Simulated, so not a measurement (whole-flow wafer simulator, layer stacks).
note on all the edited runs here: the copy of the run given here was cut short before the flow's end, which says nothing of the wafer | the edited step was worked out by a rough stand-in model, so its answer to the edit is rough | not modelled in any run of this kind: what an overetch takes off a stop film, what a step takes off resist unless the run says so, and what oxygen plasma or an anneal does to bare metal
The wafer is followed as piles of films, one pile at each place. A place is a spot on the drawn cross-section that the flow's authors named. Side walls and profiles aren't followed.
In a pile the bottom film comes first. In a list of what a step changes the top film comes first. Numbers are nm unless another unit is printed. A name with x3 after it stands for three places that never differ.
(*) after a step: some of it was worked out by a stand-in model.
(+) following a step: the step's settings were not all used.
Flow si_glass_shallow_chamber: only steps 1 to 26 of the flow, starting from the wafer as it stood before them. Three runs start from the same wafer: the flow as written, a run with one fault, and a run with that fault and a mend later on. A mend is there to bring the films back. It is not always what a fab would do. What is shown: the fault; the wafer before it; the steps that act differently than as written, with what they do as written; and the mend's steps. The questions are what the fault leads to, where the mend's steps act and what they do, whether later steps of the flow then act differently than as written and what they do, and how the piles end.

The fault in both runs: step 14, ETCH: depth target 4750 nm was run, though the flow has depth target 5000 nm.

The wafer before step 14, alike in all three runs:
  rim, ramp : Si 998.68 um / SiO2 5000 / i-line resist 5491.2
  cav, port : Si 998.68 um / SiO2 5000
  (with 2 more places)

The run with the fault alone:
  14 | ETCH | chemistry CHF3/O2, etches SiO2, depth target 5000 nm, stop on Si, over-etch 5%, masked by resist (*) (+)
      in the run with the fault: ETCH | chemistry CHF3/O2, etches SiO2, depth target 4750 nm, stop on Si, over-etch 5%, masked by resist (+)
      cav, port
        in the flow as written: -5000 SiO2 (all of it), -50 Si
        in the run with the fault: -4987.5 SiO2
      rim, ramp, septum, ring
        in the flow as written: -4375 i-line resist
        in the run with the fault: -4156.2 i-line resist
  Steps later in the flow that act otherwise than as written (5 more steps, not shown, differ only slightly: by at most 2% or 0.5 nm, whichever is larger):
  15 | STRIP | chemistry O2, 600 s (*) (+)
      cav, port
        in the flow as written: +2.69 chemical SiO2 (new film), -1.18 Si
        in the run with the fault: nothing
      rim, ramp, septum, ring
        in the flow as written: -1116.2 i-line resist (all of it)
        in the run with the fault: -1334.9 i-line resist (all of it)
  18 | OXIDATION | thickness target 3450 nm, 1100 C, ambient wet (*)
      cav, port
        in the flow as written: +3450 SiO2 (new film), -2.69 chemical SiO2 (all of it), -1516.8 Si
        in the run with the fault: +3437.8 SiO2, -1512.7 Si
  At ramp, the piles at the end differ from the flow's by more than 2% or 0.5 nm, whichever is larger.
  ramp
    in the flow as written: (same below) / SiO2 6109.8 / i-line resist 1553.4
    in the run with the fault: (same below) / SiO2 6109.8 / i-line resist 1585.4

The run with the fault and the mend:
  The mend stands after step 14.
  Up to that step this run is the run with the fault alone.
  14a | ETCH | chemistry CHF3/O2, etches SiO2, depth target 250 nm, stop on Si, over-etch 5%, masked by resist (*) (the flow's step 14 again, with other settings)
      rim, ramp, septum, ring
        -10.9 i-line resist
      cav, port
        -12.5 SiO2 (all of it), -50 Si
  Steps later in the flow that act otherwise than as written:
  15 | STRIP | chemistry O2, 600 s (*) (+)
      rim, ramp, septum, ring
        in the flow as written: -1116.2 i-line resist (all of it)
        in the run with the mend: -1324 i-line resist (all of it)
  At every place that both follow, the piles at the end match the flow's.
